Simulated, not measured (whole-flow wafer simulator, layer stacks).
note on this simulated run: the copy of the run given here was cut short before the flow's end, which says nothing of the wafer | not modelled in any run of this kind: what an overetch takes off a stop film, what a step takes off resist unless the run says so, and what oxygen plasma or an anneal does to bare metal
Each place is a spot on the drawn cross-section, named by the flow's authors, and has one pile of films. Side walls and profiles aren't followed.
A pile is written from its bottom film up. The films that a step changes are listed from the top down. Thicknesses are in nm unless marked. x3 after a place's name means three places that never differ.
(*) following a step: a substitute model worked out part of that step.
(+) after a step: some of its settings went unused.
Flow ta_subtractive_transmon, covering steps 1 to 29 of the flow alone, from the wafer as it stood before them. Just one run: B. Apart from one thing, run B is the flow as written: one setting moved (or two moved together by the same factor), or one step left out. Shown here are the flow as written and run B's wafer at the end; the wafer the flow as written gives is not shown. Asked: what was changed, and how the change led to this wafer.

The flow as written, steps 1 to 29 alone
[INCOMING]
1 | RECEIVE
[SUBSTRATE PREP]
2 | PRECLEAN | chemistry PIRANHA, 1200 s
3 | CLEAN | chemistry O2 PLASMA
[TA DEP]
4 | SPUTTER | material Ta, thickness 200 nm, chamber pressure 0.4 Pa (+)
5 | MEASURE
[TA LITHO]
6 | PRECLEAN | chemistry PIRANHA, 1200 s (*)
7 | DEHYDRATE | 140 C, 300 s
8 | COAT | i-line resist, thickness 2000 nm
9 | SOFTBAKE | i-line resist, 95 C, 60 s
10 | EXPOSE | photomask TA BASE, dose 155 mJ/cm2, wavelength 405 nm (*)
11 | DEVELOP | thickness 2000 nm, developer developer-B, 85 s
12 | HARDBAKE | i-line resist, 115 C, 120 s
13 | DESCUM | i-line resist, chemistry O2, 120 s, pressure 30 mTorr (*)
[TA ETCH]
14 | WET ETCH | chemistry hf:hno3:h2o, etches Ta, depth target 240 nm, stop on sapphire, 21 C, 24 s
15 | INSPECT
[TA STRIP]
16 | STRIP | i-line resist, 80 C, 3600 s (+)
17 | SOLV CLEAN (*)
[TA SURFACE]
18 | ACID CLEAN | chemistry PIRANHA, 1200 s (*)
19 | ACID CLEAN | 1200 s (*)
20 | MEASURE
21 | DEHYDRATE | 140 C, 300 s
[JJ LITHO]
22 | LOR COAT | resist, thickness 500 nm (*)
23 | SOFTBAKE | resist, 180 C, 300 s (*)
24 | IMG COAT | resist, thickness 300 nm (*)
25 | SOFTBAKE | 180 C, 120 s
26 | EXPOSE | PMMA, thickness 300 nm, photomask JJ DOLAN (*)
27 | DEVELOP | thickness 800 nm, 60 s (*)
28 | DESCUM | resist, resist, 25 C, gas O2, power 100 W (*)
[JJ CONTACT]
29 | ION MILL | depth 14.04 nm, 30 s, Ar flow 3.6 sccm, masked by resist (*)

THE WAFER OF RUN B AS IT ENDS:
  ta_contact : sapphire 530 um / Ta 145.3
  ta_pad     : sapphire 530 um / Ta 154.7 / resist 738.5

What caused this: step 4, SPUTTER: thickness 155 nm was run, while the flow as written has thickness 200 nm.

How this came from the change, step by step:
  4 | SPUTTER | material Ta, thickness 200 nm, chamber pressure 0.4 Pa (+)
      field x2, jj_line, lead, ta_contact, ta_pad: Ta gains 155 (new film) (in the flow as written it would be: Ta gains 200 (new film))
  14 | WET ETCH | chemistry hf:hno3:h2o, etches Ta, depth target 240 nm, stop on sapphire, 21 C, 24 s
      field x2, jj_line, lead: Ta loses 155 (all of it) (in the flow as written it would be: Ta loses 200 (all of it))
  22 | LOR COAT | resist, thickness 500 nm (*)
      lead: resist gains 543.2 (new film) (in the flow as written it would be: resist gains 554.8 (new film))
      ta_contact: resist gains 455.5 (new film) (in the flow as written it would be: resist gains 443.8 (new film))
